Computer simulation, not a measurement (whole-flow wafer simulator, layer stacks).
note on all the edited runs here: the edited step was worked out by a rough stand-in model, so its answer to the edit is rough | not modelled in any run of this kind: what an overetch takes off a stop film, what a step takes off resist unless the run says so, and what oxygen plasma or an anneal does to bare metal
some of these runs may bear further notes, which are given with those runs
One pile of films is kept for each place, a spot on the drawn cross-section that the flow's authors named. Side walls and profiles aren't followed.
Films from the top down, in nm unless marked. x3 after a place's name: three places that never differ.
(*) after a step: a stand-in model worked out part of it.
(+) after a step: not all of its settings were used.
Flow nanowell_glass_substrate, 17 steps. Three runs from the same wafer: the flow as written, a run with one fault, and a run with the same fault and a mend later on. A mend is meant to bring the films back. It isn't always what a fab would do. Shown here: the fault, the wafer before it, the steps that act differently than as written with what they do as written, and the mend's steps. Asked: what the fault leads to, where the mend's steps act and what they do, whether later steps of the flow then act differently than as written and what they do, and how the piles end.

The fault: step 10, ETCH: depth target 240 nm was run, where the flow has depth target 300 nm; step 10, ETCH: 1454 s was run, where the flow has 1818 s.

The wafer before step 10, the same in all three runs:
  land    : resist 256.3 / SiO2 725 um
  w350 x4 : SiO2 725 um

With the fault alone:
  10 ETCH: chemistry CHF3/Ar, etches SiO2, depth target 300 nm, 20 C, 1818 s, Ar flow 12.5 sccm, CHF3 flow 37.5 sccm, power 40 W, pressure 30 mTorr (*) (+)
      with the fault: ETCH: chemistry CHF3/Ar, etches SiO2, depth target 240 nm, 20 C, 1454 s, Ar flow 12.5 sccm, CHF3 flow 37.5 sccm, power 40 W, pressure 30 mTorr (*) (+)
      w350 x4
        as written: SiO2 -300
        with the fault: SiO2 -240
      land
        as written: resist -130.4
        with the fault: resist -104.3
  Later steps of the flow that act differently than as written:
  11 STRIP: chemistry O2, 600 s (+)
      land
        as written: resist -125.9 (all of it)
        with the fault: resist -152 (all of it)
  At the end the piles differ from the flow's only slightly at the places that both follow, by at most 2% or 0.5 nm, whichever is larger.

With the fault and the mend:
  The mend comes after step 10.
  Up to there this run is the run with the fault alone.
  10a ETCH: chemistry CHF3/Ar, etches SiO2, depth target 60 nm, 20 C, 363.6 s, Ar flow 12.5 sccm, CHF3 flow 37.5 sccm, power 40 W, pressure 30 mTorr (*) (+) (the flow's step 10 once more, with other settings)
      w350 x4
        SiO2 -60
      land
        resist -26.1
  No later step of the flow acts differently than as written at any place that is followed.
  At the end the piles are the same as the flow's at every place that both follow.
